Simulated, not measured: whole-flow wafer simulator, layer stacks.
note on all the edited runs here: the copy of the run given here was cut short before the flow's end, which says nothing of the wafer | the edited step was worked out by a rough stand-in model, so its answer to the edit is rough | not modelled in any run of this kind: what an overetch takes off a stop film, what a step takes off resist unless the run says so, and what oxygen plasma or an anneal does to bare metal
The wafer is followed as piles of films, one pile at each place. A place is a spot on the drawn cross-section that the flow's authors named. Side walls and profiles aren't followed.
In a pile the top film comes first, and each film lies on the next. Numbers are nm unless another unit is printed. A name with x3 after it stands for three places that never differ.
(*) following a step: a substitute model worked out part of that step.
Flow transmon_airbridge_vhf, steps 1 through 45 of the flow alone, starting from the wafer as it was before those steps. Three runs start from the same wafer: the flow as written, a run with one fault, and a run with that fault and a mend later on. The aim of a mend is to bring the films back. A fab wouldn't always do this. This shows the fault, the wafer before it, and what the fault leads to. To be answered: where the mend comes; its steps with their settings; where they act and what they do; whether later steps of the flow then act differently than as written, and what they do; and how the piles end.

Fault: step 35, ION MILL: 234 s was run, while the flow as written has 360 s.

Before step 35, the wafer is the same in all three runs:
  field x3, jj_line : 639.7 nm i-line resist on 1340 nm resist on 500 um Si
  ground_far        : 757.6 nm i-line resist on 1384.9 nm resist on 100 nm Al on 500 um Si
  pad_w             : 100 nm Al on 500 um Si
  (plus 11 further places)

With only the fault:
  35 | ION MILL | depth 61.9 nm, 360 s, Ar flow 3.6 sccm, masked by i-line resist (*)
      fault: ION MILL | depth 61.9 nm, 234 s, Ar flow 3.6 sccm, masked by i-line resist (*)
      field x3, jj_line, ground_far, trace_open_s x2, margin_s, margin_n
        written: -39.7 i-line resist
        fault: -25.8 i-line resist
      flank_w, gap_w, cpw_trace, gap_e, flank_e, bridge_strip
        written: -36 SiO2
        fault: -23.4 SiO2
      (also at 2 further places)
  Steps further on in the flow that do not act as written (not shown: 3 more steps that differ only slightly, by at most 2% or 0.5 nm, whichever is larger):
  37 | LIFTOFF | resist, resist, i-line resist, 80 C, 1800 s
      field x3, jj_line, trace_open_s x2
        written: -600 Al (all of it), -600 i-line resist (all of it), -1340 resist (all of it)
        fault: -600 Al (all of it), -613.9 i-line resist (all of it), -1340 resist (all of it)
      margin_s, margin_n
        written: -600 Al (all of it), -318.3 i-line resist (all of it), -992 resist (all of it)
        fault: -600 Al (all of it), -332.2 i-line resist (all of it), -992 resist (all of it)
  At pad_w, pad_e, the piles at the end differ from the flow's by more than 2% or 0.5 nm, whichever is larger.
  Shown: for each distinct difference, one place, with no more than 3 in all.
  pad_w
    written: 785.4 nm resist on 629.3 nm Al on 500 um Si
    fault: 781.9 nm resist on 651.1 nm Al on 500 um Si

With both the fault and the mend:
  The mend follows step 35.
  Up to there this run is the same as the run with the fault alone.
  35a | ION MILL | depth 61.9 nm, 126 s, Ar flow 3.6 sccm, masked by i-line resist (*) (the flow's step 35, run once more with other settings)
      field x3, jj_line, ground_far, trace_open_s x2, margin_s, margin_n
        -13.9 i-line resist
      flank_w, gap_w, cpw_trace, gap_e, flank_e, bridge_strip
        -12.6 SiO2
      pad_w, pad_e
        -21.7 Al
  None of the later steps of the flow acts differently than as written at any place that is followed.
  At every place that both follow, the piles at the end match the flow's.
